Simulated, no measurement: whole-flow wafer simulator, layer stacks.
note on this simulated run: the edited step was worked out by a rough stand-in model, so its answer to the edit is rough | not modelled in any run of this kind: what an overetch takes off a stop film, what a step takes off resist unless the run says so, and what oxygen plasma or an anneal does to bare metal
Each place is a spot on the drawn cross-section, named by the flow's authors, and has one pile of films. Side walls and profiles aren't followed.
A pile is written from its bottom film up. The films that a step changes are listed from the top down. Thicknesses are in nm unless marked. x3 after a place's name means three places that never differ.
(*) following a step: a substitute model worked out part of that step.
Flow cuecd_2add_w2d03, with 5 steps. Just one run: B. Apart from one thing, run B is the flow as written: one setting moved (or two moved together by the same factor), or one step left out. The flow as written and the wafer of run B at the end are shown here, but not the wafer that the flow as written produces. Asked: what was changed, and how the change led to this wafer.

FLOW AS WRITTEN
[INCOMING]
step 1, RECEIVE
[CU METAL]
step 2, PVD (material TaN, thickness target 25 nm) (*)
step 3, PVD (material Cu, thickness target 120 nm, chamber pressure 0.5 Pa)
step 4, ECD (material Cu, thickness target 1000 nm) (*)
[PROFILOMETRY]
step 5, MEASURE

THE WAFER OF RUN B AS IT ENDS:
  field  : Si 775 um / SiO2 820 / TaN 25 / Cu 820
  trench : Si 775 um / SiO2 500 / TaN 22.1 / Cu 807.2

What caused this: step 4, ECD: thickness target 700 nm was run, whereas the flow has thickness target 1000 nm.

How this came from the change, step by step:
  step 4, ECD (material Cu, thickness target 1000 nm) (*)
      field, trench: Cu gains 700 (as written it would have been: Cu gains 1000)
